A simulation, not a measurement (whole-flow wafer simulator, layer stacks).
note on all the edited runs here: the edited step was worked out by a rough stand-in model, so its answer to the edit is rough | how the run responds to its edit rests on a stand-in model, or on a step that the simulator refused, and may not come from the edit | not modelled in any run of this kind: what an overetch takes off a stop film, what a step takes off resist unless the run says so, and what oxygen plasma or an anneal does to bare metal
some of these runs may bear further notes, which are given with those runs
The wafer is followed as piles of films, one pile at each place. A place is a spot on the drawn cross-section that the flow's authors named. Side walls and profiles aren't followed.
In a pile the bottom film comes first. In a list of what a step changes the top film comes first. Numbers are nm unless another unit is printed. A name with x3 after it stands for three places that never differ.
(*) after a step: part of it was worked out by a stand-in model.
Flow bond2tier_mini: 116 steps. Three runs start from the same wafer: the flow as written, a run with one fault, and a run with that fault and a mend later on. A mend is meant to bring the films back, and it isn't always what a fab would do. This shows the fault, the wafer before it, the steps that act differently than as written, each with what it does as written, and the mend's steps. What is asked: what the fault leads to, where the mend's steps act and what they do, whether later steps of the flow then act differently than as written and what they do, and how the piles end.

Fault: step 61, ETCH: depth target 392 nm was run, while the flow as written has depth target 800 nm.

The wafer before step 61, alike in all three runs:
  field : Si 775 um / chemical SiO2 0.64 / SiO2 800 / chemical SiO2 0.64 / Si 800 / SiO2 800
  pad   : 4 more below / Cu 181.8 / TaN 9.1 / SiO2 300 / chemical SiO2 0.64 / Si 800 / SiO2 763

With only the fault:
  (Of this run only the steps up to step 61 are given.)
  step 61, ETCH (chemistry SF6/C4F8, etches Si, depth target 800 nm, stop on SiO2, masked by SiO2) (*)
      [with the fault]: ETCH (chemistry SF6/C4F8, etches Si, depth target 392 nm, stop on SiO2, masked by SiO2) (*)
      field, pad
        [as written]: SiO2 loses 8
        [with the fault]: SiO2 loses 3.92
  After step 61 the piles are close to the flow's at the places that both follow, differing by at most 2% or 0.5 nm, whichever is larger.

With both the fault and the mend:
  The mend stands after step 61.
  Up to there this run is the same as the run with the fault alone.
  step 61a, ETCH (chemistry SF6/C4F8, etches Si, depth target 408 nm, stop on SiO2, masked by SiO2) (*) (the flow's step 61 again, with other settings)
      field, pad
        SiO2 loses 4.08
  Every later step of the flow that is run acts as written at every place that is followed.
  The piles end the same as the flow's at every place that both follow.
